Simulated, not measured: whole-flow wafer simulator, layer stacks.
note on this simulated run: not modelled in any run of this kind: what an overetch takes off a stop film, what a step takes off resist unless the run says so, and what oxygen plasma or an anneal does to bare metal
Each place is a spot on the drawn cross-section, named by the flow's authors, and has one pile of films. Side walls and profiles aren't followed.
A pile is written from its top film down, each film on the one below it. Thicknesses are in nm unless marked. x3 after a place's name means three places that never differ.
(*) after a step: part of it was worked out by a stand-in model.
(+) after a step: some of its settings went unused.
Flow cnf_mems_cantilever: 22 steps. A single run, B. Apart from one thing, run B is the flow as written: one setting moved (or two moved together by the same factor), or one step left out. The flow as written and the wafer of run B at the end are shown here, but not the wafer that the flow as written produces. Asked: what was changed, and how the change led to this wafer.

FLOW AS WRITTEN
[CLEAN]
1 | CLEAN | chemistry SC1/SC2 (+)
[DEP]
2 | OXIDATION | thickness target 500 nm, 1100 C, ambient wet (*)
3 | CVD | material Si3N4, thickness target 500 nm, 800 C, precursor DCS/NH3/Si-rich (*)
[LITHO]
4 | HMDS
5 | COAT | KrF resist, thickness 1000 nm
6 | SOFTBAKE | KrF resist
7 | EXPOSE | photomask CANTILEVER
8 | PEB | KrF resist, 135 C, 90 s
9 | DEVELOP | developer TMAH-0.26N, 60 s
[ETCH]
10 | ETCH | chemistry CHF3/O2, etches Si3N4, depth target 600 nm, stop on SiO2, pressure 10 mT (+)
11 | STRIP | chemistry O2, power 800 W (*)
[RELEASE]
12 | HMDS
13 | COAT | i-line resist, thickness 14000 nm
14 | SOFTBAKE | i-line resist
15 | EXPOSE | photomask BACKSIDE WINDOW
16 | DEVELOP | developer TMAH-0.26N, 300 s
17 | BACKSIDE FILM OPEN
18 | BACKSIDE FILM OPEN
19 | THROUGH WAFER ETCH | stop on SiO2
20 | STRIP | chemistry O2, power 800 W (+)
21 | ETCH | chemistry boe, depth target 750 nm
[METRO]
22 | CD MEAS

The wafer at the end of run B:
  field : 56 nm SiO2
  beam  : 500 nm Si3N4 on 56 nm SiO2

The reason: step 21, ETCH: depth target 444 nm was run, whereas the flow has depth target 750 nm.

How this came from the change, step by step:
  21 | ETCH | chemistry boe, depth target 750 nm
      field: -444 SiO2 (in the flow as written it would be: -500 SiO2 (all of it))
      beam: under 1 film: -444 SiO2 (in the flow as written it would be: under 1 film: -500 SiO2 (all of it))
